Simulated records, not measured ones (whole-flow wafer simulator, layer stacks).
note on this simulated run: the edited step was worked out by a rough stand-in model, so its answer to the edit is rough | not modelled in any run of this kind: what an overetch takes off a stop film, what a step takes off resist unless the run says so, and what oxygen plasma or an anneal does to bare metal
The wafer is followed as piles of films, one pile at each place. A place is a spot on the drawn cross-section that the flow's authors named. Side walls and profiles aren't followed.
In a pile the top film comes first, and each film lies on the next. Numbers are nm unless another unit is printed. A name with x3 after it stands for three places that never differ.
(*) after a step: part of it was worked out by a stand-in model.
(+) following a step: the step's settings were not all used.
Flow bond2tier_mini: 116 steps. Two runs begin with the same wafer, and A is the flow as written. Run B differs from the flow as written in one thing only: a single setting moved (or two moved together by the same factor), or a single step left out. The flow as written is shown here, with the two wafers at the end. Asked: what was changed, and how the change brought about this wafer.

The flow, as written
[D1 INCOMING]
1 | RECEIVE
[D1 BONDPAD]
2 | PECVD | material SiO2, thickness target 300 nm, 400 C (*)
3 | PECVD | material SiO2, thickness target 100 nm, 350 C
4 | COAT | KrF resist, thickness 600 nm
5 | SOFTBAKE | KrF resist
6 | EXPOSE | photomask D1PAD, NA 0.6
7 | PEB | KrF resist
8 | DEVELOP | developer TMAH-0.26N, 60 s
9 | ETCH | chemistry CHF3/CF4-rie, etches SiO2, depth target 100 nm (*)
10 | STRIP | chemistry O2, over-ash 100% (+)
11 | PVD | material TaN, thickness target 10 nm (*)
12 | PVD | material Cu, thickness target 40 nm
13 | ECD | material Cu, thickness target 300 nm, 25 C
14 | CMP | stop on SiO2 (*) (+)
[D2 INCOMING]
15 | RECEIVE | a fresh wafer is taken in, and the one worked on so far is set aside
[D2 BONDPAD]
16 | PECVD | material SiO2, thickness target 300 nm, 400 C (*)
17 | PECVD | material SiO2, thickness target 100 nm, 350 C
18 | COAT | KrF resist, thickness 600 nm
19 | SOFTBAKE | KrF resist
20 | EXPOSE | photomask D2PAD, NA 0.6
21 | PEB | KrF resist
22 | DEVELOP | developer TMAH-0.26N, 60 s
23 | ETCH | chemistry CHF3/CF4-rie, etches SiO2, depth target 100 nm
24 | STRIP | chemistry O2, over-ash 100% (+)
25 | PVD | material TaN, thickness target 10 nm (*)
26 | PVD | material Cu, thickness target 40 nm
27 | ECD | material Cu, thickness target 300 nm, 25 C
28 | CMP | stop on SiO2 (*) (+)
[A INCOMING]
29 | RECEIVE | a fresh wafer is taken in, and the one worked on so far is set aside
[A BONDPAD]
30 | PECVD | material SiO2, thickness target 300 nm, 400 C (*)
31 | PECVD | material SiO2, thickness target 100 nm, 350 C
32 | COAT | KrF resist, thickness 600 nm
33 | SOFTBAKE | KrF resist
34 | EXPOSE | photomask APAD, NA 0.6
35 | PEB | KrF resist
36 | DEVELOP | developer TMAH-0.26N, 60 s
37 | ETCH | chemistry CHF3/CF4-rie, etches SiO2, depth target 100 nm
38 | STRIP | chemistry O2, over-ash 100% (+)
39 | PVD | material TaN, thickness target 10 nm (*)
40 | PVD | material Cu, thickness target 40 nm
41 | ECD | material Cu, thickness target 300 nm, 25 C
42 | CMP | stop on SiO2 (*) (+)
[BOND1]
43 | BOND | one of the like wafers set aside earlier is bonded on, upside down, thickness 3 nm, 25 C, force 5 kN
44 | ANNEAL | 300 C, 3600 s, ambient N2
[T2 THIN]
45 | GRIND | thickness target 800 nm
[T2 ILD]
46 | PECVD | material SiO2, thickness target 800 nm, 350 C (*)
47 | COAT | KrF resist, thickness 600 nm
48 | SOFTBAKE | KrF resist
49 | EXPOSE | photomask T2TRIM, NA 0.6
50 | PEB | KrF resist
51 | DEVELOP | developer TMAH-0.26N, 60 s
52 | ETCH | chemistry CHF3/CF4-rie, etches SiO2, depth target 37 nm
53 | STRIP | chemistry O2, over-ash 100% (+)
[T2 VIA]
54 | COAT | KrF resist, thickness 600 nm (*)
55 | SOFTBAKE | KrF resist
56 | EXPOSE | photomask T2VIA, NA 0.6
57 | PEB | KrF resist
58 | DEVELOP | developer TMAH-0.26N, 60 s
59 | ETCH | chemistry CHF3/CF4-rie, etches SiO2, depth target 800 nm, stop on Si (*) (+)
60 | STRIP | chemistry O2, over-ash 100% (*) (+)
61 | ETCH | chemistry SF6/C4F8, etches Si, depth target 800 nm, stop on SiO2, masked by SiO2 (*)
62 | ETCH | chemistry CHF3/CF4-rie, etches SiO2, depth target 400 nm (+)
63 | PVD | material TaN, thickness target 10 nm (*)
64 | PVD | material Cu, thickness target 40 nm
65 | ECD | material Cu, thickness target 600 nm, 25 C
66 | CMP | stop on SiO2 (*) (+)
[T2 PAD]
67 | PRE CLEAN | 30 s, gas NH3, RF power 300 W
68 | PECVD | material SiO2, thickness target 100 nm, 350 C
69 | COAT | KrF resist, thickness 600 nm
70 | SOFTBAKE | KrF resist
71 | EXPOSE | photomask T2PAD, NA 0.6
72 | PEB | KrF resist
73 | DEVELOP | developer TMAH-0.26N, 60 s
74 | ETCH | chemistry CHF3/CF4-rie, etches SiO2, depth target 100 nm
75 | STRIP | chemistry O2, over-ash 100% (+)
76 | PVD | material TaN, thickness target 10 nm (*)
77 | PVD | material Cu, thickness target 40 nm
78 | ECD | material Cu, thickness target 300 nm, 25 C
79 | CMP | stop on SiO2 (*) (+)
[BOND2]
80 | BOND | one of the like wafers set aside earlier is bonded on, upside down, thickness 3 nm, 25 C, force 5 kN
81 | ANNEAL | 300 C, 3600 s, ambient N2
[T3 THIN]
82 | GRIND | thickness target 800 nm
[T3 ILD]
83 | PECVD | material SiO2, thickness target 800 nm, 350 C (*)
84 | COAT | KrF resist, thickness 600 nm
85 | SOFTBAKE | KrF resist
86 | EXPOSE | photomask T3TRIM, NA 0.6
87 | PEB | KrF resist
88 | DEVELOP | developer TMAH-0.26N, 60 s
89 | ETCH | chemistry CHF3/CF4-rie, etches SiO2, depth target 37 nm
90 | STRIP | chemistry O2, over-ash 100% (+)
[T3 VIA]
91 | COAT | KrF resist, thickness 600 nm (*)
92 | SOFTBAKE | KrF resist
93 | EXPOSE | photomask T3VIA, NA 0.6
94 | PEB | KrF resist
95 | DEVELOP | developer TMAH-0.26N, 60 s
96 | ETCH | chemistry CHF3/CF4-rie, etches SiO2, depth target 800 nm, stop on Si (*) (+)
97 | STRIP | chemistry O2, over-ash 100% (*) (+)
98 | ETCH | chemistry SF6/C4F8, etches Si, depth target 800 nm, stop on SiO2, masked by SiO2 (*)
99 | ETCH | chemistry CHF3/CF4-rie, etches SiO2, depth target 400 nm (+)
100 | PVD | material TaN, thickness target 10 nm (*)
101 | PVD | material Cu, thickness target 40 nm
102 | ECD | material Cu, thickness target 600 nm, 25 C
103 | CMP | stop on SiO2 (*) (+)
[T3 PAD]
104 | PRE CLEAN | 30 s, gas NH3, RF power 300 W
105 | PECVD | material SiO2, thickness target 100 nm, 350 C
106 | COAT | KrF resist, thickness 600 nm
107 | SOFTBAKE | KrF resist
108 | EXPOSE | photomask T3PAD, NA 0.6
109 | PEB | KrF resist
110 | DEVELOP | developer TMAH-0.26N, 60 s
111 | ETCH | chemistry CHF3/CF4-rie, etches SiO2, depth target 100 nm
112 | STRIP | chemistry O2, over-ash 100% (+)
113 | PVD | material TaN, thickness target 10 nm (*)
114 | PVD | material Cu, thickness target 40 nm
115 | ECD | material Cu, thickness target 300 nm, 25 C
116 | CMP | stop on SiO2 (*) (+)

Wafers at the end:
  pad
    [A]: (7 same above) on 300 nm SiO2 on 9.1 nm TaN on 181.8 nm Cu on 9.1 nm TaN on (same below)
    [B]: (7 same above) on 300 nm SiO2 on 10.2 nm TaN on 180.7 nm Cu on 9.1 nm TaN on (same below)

Cause: step 25, PVD: thickness target 11.2 nm was run, while the flow as written has thickness target 10 nm.

How this came from the change, step by step:
  25 | PVD | material TaN, thickness target 10 nm (*)
      field: A TaN gains 10 (new film) | B TaN gains 11.2 (new film)
      pad: A TaN gains 9.1 (new film) | B TaN gains 10.2 (new film)
      (and at 1 other place as well)
  28 | CMP | stop on SiO2 (*) (+)
      field: A Cu loses 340 (all of it), TaN loses 10 (all of it) | B Cu loses 340 (all of it), TaN loses 11.2 (all of it)
  80 | BOND | one of the like wafers set aside earlier is bonded on, upside down, thickness 3 nm, 25 C, force 5 kN
      pad: A Si gains 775 um (new film), chemical SiO2 gains 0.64 (new film), SiO2 gains 300 (new film), TaN gains 9.1 (new film), Cu gains 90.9 | B Si gains 775 um (new film), chemical SiO2 gains 0.64 (new film), SiO2 gains 300 (new film), TaN gains 10.2 (new film), Cu gains 89.8
